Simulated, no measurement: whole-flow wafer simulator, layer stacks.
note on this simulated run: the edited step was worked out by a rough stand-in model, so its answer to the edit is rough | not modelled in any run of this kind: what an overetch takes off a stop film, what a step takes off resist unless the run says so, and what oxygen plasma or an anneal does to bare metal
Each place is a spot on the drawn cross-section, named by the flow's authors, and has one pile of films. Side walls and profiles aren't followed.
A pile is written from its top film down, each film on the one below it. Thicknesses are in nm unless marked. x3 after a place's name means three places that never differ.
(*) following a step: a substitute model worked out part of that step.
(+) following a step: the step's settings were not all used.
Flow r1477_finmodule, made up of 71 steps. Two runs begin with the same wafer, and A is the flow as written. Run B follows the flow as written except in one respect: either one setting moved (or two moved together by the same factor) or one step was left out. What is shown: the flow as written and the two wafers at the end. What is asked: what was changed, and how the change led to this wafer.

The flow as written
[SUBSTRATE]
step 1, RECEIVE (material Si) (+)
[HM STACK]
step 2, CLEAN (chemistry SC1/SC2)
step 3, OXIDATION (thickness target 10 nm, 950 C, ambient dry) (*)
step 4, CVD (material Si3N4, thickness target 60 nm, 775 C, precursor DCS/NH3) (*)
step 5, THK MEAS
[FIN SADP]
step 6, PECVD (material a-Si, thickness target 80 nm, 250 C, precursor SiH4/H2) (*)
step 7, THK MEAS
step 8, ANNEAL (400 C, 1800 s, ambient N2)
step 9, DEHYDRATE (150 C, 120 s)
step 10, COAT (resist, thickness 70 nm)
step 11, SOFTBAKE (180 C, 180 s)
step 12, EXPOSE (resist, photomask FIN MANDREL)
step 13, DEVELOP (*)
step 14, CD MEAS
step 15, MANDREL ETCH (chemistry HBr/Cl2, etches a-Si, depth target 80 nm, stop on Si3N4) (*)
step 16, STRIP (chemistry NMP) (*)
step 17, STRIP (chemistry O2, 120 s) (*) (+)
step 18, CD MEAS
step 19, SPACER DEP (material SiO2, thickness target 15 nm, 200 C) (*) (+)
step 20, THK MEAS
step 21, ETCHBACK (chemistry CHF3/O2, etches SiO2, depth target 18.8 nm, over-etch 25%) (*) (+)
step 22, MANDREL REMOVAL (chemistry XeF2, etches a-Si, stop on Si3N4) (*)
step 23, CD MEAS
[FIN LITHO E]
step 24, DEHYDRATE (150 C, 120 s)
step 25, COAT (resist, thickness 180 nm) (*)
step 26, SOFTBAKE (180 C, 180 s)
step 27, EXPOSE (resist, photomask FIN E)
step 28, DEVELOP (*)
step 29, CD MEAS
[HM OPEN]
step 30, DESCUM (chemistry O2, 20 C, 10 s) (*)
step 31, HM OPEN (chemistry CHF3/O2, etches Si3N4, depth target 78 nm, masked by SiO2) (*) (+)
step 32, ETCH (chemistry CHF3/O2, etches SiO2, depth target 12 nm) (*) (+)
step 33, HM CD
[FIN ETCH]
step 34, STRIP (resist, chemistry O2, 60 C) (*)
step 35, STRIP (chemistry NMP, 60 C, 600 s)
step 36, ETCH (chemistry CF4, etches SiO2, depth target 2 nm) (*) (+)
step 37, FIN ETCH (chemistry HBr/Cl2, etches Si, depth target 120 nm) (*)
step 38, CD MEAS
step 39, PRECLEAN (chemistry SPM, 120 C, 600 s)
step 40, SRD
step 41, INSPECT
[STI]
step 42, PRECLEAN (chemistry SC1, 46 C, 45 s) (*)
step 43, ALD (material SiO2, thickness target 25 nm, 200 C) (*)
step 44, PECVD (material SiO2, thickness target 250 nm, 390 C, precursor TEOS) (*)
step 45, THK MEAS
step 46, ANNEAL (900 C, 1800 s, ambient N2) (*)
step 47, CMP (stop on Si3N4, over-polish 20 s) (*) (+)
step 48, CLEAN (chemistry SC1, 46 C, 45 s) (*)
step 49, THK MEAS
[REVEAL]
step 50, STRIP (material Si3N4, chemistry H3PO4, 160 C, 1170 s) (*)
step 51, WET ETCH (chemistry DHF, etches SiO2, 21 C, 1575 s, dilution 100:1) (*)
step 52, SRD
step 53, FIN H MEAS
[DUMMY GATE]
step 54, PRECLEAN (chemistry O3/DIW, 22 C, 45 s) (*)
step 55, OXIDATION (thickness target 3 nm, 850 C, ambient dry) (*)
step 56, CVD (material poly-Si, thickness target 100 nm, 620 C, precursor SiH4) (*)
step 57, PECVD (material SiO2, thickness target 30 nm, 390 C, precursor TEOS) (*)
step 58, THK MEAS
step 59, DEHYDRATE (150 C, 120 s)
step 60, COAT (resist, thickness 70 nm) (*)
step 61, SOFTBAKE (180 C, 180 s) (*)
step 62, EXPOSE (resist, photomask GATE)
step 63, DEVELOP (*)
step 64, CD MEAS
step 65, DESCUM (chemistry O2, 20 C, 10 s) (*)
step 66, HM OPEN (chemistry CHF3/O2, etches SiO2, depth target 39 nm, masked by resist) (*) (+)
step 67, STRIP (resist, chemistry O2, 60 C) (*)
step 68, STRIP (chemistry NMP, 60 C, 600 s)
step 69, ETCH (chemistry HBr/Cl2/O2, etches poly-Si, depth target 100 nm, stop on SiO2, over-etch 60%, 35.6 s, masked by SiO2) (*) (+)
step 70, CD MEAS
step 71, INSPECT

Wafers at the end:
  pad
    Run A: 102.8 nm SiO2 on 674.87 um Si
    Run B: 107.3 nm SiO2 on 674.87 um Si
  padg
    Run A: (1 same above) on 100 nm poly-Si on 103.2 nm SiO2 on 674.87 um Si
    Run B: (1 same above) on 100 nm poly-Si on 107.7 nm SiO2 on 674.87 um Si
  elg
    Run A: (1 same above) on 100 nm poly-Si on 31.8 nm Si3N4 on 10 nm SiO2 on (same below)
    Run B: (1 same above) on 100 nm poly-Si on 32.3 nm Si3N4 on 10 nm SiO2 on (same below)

What caused this: step 51, WET ETCH: 19.68 C was run, though the flow has 21 C.

The path from the change to this, step by step:
  step 51, WET ETCH (chemistry DHF, etches SiO2, 21 C, 1575 s, dilution 100:1) (*)
      pad, padg, e40sg and 12 more: A SiO2 loses 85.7 | B SiO2 loses 81.2
      esg, s40cg, s45cg, s50cg, s40co, s45co, s50co: A SiO2 loses 79.1 | B SiO2 loses 74.9
  step 56, CVD (material poly-Si, thickness target 100 nm, 620 C, precursor SiH4) (*)
      s40cg, s40co: A poly-Si gains 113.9 (new film) | B poly-Si gains 109.8 (new film)
      s45cg, s45co: A poly-Si gains 113.4 (new film) | B poly-Si gains 109.2 (new film)
      (also at 3 further places)
  step 60, COAT (resist, thickness 70 nm) (*)
      e40sg, eso, e40so: A resist gains 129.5 (new film) | B resist gains 125.7 (new film)
      e100sg, e100so: A resist gains 129.4 (new film) | B resist gains 125.6 (new film)
      (also at 8 further places)
  step 63, DEVELOP (*)
      eso, e40so: A resist loses 129.5 (all of it) | B resist loses 125.7 (all of it)
      e100so: A resist loses 129.4 (all of it) | B resist loses 125.6 (all of it)
      (also at 4 further places)
  step 67, STRIP (resist, chemistry O2, 60 C) (*)
      e40sg: A resist loses 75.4 (all of it) | B resist loses 71.6 (all of it)
      e100sg: A resist loses 75.3 (all of it) | B resist loses 71.5 (all of it)
      (also at 4 further places)
  step 69, ETCH (chemistry HBr/Cl2/O2, etches poly-Si, depth target 100 nm, stop on SiO2, over-etch 60%, 35.6 s, masked by SiO2) (*) (+)
      s40co: A chemical SiO2 loses 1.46 (all of it), poly-Si loses 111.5 (all of it), SiO2 loses 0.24 | B chemical SiO2 loses 1.44 (all of it), poly-Si loses 107.3 (all of it), SiO2 loses 0.26
      s45co: A chemical SiO2 loses 1.46 (all of it), poly-Si loses 110.9 (all of it), SiO2 loses 0.25 | B chemical SiO2 loses 1.44 (all of it), poly-Si loses 106.8 (all of it), SiO2 loses 0.27
      (also at 1 further place)
